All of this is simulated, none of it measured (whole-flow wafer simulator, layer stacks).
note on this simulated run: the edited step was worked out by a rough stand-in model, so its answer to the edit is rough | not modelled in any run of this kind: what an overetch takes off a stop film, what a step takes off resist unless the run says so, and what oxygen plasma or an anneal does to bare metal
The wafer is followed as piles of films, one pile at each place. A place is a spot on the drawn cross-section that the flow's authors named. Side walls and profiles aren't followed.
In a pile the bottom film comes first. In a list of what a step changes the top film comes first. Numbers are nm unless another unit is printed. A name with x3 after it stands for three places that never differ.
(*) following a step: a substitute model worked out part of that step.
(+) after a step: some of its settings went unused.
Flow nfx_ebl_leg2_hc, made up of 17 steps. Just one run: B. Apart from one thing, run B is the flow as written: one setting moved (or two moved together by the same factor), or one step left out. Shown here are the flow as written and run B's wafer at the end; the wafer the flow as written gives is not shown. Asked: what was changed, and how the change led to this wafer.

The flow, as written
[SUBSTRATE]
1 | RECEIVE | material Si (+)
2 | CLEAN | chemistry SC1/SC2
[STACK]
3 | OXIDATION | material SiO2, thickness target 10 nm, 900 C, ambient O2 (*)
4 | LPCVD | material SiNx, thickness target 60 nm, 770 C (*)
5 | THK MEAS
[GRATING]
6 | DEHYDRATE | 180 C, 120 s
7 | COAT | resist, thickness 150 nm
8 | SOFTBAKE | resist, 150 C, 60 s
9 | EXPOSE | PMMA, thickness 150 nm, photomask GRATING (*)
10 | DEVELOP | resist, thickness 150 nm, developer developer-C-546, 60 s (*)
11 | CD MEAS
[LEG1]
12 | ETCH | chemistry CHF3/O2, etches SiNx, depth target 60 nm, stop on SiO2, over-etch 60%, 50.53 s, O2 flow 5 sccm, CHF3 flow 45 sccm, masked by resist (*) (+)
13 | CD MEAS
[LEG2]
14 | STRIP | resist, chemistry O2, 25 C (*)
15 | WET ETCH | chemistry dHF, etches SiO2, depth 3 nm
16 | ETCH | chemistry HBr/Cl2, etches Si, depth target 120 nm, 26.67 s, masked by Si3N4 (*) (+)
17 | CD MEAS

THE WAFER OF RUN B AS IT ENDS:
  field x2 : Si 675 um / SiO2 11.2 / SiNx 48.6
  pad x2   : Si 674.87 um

The reason: step 3, OXIDATION: 912 C was run, while the flow as written has 900 C.

The path from the change to this, step by step:
  3 | OXIDATION | material SiO2, thickness target 10 nm, 900 C, ambient O2 (*)
      field x2, pad x2: SiO2 gains 11.2 (new film), chemical SiO2 loses 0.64 (all of it), Si loses 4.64 (it would be, as written: SiO2 gains 10 (new film), chemical SiO2 loses 0.64 (all of it), Si loses 4.12)
  12 | ETCH | chemistry CHF3/O2, etches SiNx, depth target 60 nm, stop on SiO2, over-etch 60%, 50.53 s, O2 flow 5 sccm, CHF3 flow 45 sccm, masked by resist (*) (+)
      pad x2: SiNx loses 60 (all of it), SiO2 loses 11.2 (all of it) (it would be, as written: SiNx loses 60 (all of it), SiO2 loses 10 (all of it))
